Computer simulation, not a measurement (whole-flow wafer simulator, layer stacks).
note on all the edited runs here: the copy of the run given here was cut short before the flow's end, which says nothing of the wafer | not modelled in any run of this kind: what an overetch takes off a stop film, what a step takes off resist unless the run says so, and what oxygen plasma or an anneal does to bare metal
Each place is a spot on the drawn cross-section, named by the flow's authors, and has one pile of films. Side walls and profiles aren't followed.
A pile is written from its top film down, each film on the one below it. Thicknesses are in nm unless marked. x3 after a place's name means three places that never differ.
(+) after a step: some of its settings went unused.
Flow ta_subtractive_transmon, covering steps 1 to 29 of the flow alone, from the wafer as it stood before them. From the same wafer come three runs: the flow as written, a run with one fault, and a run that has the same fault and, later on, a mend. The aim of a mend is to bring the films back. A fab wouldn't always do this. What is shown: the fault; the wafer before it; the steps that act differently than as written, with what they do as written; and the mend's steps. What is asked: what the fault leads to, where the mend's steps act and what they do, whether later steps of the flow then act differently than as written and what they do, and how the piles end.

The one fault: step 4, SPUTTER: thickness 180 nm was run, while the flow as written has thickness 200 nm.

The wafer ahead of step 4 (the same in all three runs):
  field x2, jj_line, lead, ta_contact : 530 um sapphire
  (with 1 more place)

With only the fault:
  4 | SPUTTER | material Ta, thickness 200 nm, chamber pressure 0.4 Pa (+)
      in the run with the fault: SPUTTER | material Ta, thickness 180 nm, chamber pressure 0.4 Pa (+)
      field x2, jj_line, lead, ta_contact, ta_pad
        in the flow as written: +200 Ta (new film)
        in the run with the fault: +180 Ta (new film)
  Steps later in the flow that act otherwise than as written (not shown: 3 more steps that differ only slightly, by at most 2% or 0.5 nm, whichever is larger):
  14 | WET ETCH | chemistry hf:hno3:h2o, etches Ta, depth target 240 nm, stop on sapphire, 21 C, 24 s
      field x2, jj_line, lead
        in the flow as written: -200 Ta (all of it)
        in the run with the fault: -180 Ta (all of it)
  At ta_contact, ta_pad, the piles at the end differ from the flow's by more than 2% or 0.5 nm, whichever is larger.
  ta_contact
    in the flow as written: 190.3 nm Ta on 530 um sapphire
    in the run with the fault: 170.3 nm Ta on 530 um sapphire
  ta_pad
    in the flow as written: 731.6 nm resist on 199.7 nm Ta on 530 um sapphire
    in the run with the fault: 734.6 nm resist on 179.7 nm Ta on 530 um sapphire

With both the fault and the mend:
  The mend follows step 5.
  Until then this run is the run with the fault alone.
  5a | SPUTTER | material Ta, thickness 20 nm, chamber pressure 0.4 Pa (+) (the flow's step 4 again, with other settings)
      field x2, jj_line, lead, ta_contact, ta_pad
        +20 Ta
  Later steps of the flow that are run all act as written at every place that is followed.
  The piles end the same as the flow's at every place that both follow.
